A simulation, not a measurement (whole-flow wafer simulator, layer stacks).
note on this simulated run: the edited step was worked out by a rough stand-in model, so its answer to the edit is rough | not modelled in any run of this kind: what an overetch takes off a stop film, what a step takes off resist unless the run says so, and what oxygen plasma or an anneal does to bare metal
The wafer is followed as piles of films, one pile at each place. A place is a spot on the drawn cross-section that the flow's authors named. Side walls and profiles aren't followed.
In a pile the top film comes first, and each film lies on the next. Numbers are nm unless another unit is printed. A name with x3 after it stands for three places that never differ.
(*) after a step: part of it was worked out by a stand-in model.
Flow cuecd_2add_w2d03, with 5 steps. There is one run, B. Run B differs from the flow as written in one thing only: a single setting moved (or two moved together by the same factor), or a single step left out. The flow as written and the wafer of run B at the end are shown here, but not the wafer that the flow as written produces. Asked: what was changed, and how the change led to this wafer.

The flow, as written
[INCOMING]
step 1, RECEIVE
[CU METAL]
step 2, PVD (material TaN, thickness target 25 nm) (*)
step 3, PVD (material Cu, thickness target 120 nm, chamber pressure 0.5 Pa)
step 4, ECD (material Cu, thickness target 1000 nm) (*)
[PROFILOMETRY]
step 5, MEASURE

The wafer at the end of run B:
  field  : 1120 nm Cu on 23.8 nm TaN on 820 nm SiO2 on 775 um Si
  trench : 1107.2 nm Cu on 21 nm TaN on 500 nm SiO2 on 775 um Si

Cause: step 2, PVD: thickness target 23.8 nm was run, though the flow has thickness target 25 nm.
The wafer lets one read it off: field has TaN 23.8, and step 2 as written asks for 25 nm.

The path from the change to this, step by step:
  step 2, PVD (material TaN, thickness target 25 nm) (*)
      field: +23.8 TaN (new film) (it would be, as written: +25 TaN (new film))
      trench: +21 TaN (new film) (it would be, as written: +22.1 TaN (new film))
